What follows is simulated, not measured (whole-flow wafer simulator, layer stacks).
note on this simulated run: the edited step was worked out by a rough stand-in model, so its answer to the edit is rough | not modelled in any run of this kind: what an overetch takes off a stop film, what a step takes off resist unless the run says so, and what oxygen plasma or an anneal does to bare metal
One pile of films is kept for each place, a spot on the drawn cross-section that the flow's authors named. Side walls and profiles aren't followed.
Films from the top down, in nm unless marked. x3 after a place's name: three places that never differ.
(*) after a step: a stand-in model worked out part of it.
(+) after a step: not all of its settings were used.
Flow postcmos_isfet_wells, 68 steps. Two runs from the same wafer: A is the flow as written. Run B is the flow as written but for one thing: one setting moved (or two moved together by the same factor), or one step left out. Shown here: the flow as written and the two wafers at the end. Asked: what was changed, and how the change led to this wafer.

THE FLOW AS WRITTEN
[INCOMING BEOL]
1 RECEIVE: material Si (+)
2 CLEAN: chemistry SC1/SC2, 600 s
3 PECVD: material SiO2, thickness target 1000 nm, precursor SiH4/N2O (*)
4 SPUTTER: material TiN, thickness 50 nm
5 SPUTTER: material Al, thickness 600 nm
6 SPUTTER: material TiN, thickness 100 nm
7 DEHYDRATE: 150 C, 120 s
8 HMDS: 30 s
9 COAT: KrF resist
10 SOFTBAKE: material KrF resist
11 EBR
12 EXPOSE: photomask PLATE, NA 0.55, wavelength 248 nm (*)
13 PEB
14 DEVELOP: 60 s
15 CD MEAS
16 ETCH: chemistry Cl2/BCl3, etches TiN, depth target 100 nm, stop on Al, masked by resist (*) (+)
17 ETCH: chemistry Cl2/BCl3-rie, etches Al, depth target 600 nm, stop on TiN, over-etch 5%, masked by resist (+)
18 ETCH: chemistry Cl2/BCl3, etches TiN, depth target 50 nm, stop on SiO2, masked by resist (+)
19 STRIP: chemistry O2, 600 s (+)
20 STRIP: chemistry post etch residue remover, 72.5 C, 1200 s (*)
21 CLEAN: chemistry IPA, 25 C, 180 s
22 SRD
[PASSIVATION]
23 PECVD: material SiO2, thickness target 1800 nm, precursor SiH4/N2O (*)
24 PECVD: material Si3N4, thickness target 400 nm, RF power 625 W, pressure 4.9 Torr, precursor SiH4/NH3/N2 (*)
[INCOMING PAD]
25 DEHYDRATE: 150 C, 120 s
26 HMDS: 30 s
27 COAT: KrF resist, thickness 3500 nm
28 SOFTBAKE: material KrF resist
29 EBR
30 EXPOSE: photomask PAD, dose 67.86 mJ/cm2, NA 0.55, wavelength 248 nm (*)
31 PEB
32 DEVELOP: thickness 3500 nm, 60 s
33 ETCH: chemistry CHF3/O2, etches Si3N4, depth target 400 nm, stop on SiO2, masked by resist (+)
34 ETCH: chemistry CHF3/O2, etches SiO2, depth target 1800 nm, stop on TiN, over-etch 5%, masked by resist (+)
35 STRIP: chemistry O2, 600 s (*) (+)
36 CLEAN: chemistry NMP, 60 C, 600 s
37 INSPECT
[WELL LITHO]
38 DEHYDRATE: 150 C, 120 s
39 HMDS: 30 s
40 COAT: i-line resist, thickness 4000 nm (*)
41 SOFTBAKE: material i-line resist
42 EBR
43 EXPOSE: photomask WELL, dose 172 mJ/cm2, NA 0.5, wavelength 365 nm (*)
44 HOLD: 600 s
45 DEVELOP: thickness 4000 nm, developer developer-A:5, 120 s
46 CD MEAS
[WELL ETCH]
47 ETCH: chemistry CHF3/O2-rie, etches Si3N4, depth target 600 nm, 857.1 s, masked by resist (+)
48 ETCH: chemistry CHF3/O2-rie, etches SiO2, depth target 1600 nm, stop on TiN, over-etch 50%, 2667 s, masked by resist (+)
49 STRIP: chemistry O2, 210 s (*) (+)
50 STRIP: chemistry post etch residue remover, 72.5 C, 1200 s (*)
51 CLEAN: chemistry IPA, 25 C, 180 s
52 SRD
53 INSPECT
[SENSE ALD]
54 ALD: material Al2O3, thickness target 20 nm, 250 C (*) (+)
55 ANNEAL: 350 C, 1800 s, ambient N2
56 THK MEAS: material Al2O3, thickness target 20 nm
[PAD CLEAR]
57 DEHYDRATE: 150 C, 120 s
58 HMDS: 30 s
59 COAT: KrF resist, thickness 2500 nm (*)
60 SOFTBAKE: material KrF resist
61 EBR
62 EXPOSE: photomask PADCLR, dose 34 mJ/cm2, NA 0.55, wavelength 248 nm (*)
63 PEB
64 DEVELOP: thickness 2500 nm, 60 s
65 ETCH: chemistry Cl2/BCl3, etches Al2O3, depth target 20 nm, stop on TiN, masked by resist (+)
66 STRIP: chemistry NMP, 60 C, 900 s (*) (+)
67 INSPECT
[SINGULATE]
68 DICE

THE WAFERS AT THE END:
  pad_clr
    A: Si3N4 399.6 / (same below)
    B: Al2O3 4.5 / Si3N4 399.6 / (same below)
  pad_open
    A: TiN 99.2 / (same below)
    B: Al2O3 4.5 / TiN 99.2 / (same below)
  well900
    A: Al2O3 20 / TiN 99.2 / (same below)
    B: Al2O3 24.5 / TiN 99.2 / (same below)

The cause: step 54, ALD: thickness target 24.5 nm was run, where the flow has thickness target 20 nm.
It can be read off the wafer: well900 has Al2O3 24.5, and step 54 as written asks for 20 nm.

How the change led to this, step by step:
  54 ALD: material Al2O3, thickness target 20 nm, 250 C (*) (+)
      field, margin, well900, well1300 x3, pad_rim, pad_clr, pad_open: A Al2O3 +20 (new film) | B Al2O3 +24.5 (new film)
  65 ETCH: chemistry Cl2/BCl3, etches Al2O3, depth target 20 nm, stop on TiN, masked by resist (+)
      pad_clr, pad_open: A Al2O3 -20 (all of it) | B Al2O3 -20
